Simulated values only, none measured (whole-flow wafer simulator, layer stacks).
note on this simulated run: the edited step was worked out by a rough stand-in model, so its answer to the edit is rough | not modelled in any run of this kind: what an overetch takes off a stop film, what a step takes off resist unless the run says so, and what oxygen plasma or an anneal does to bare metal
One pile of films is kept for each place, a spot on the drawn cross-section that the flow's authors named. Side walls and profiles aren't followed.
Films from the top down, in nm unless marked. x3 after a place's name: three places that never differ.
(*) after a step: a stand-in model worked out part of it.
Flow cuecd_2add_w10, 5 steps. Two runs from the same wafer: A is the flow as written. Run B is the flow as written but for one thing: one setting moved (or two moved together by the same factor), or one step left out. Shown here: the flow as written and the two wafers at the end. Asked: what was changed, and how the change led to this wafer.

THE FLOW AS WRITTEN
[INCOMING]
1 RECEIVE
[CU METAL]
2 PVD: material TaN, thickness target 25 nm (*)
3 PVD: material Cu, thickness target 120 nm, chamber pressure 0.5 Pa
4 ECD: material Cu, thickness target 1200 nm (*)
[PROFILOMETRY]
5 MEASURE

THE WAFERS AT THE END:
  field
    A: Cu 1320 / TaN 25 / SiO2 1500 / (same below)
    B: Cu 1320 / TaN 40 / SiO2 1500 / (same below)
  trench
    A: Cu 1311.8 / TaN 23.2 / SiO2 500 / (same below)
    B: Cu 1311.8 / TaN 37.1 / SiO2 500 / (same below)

The cause: step 2, PVD: thickness target 40 nm was run, where the flow has thickness target 25 nm.
It can be read off the wafer: field has TaN 40, and step 2 as written asks for 25 nm.

How the change led to this, step by step:
  2 PVD: material TaN, thickness target 25 nm (*)
      field: A TaN +25 (new film) | B TaN +40 (new film)
      trench: A TaN +23.2 (new film) | B TaN +37.1 (new film)
